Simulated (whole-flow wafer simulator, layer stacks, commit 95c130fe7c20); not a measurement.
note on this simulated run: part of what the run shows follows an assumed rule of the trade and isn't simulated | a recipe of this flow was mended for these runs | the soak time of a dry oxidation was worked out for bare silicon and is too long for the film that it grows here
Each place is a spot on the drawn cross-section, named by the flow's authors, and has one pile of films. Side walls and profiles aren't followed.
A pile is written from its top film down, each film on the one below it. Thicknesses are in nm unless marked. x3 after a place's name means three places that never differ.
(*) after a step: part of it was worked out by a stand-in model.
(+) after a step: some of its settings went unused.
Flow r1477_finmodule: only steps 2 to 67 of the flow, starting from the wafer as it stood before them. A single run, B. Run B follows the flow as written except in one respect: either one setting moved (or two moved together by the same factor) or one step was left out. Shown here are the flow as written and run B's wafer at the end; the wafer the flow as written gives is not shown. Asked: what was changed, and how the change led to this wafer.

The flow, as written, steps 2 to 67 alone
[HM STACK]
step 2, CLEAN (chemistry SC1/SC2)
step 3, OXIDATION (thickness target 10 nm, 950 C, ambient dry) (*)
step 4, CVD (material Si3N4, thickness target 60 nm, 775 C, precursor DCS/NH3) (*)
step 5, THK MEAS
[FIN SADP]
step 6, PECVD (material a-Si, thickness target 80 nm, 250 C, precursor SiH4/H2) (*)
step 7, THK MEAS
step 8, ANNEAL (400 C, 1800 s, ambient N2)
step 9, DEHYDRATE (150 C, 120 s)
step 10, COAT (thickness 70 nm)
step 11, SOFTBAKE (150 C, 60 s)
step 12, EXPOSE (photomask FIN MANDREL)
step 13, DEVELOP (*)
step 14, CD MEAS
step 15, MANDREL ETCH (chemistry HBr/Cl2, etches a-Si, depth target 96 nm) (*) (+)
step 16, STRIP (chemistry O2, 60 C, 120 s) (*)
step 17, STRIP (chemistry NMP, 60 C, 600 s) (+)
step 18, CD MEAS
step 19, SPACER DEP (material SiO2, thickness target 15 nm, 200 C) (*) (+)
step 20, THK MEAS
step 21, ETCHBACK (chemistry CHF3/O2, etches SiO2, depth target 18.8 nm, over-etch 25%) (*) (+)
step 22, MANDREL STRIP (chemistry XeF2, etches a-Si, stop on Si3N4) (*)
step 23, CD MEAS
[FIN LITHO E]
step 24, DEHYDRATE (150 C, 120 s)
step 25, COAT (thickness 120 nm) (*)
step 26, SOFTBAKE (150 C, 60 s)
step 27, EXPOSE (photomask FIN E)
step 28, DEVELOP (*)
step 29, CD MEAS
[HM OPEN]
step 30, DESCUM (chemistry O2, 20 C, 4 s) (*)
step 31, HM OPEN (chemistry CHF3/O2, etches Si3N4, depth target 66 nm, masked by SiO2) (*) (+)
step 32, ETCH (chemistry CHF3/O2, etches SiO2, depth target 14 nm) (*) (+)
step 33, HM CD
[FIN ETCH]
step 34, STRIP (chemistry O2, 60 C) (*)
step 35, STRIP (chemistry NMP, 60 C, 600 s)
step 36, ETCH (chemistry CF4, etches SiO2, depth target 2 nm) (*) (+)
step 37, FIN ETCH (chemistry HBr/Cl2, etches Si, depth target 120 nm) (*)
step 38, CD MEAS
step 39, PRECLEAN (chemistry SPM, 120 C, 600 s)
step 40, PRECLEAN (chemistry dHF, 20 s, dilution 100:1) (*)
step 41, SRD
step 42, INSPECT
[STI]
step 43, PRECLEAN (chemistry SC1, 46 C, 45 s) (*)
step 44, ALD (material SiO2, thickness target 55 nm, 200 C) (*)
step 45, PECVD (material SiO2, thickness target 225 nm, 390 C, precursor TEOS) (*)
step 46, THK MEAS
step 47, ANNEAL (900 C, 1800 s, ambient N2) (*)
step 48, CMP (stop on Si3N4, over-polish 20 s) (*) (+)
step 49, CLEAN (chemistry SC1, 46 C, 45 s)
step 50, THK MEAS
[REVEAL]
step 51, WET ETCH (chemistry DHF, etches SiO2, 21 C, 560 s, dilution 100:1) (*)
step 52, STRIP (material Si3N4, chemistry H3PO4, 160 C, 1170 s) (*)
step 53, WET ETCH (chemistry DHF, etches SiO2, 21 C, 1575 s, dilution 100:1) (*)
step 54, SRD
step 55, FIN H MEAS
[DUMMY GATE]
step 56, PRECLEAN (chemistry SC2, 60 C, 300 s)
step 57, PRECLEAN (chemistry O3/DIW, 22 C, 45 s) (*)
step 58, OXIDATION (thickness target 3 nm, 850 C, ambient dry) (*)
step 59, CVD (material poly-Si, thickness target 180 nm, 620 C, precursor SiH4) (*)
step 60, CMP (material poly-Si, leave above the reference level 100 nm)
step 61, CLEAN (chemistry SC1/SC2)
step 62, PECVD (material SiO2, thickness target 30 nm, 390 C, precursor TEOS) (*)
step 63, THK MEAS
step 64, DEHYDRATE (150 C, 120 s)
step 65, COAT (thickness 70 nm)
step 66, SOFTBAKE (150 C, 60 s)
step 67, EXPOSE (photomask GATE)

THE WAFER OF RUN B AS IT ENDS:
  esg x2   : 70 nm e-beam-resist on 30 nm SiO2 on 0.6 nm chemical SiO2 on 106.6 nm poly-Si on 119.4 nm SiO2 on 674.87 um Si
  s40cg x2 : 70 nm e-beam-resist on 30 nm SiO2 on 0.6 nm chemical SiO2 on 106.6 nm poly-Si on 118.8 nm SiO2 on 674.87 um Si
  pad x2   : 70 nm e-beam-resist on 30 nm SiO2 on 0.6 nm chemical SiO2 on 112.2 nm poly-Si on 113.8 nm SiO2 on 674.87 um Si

What caused this: step 53, WET ETCH: 787.5 s was run, while the flow as written has 1575 s.

Step by step, how the change led to this:
  step 53, WET ETCH (chemistry DHF, etches SiO2, 21 C, 1575 s, dilution 100:1) (*)
      esg x2, e40sg x2, e100sg x2 and 14 more: -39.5 SiO2 (as written it would have been: -79.1 SiO2)
      pad x2: -42.8 SiO2 (as written it would have been: -85.7 SiO2)
  step 59, CVD (material poly-Si, thickness target 180 nm, 620 C, precursor SiH4) (*)
      e100sg x2, s40sg x2, s50cg x2: +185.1 poly-Si (new film) (as written it would have been: +226.3 poly-Si (new film))
      s40cg x2, s50sg x2: +185.7 poly-Si (new film) (as written it would have been: +226.3 poly-Si (new film))
      (as well as at 10 more places)
  step 60, CMP (material poly-Si, leave above the reference level 100 nm)
      e100sg x2, s40sg x2, s50cg x2: -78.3 poly-Si (as written it would have been: -80 poly-Si)
      pad x2: -67.5 poly-Si (as written it would have been: -24.8 poly-Si)
